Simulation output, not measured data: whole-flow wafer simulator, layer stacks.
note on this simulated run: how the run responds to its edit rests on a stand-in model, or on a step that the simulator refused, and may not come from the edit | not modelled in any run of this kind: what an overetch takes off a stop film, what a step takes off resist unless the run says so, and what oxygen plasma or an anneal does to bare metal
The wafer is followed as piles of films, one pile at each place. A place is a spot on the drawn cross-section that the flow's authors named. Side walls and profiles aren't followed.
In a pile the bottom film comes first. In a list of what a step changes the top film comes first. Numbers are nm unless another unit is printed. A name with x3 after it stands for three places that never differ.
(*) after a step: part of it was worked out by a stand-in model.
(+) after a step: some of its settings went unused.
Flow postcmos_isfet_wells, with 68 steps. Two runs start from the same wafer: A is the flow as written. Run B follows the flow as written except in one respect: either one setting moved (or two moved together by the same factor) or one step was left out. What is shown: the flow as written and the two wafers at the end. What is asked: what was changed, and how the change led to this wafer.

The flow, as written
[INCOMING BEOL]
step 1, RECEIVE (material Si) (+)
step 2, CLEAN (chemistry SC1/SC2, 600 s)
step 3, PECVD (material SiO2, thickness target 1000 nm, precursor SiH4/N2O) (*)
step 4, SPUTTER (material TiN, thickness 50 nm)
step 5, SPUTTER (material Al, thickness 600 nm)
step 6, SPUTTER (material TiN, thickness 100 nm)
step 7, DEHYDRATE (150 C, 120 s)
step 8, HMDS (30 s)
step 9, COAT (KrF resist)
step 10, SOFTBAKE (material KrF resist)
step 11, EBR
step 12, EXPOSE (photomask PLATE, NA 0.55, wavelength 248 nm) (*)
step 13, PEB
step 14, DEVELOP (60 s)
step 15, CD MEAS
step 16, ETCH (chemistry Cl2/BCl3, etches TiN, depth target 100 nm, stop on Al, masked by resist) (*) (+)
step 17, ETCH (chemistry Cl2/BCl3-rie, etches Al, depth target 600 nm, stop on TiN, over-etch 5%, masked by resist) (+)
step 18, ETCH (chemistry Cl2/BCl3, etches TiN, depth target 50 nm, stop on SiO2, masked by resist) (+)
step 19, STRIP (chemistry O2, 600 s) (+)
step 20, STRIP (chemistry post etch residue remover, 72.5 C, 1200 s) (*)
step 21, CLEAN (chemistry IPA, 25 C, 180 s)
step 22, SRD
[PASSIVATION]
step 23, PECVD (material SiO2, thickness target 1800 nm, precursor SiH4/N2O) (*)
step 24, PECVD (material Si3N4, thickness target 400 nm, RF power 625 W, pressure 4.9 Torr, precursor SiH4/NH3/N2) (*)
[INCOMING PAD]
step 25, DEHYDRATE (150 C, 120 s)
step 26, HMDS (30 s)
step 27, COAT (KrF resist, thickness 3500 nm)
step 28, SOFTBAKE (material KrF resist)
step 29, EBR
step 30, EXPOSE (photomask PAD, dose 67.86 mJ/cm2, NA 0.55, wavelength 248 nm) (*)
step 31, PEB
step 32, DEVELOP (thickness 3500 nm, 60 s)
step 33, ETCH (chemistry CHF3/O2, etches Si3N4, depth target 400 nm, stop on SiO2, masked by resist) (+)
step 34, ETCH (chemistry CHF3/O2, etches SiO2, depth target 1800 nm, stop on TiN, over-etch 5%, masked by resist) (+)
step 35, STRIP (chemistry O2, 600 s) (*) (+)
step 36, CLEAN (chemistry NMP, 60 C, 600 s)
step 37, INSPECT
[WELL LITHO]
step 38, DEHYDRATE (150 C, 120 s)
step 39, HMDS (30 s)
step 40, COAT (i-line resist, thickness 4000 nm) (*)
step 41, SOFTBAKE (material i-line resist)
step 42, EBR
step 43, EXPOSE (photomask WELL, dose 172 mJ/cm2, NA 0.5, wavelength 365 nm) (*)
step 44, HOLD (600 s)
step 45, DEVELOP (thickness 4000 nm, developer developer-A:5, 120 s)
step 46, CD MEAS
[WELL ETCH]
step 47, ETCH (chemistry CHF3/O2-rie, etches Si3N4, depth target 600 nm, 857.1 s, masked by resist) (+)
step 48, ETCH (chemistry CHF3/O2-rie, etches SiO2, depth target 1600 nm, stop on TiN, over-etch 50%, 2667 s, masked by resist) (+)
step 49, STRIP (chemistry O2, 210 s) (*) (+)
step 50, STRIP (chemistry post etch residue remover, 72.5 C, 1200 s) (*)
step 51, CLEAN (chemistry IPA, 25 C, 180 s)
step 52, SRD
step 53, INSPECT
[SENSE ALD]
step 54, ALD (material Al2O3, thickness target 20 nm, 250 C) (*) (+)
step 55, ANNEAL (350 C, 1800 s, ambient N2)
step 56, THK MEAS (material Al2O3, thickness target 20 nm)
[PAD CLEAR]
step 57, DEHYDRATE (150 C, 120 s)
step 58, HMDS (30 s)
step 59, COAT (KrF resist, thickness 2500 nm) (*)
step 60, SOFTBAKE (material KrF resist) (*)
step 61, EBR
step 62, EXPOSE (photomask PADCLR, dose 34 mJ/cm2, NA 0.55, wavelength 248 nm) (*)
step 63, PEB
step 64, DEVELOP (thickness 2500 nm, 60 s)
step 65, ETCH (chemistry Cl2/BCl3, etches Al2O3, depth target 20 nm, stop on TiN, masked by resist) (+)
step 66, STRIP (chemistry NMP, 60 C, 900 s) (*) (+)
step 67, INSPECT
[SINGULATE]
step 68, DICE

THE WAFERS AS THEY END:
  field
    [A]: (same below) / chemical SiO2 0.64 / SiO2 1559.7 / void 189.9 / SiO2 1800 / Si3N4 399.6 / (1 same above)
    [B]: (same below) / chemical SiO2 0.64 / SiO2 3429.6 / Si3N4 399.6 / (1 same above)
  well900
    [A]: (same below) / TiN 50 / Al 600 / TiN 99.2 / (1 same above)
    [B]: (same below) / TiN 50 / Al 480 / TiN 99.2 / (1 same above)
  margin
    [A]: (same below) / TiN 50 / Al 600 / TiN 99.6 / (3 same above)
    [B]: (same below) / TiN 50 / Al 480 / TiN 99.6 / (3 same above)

Cause: step 5, SPUTTER: thickness 480 nm was run, while the flow as written has thickness 600 nm.
The wafer itself shows it: well900 has Al 480, and step 5 as written asks for 600 nm.

How this came from the change, step by step:
  step 5, SPUTTER (material Al, thickness 600 nm)
      field, margin, well900 and 6 more: A Al gains 600 (new film) | B Al gains 480 (new film)
  step 17, ETCH (chemistry Cl2/BCl3-rie, etches Al, depth target 600 nm, stop on TiN, over-etch 5%, masked by resist) (+)
      margin, well900, well1300, well2000, well3000, pad_rim, pad_clr, pad_open: A KrF resist loses 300 | B KrF resist loses 252
      field: A Al loses 600 (all of it) | B Al loses 480 (all of it)
  step 19, STRIP (chemistry O2, 600 s) (+)
      margin, well900, well1300, well2000, well3000, pad_rim, pad_clr, pad_open: A KrF resist loses 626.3 (all of it) | B KrF resist loses 674.3 (all of it)
  step 23, PECVD (material SiO2, thickness target 1800 nm, precursor SiH4/N2O) (*)
      field: A SiO2 gains 1800 (new film), void gains 189.9 (new film), SiO2 gains 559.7 | B SiO2 gains 2429.6
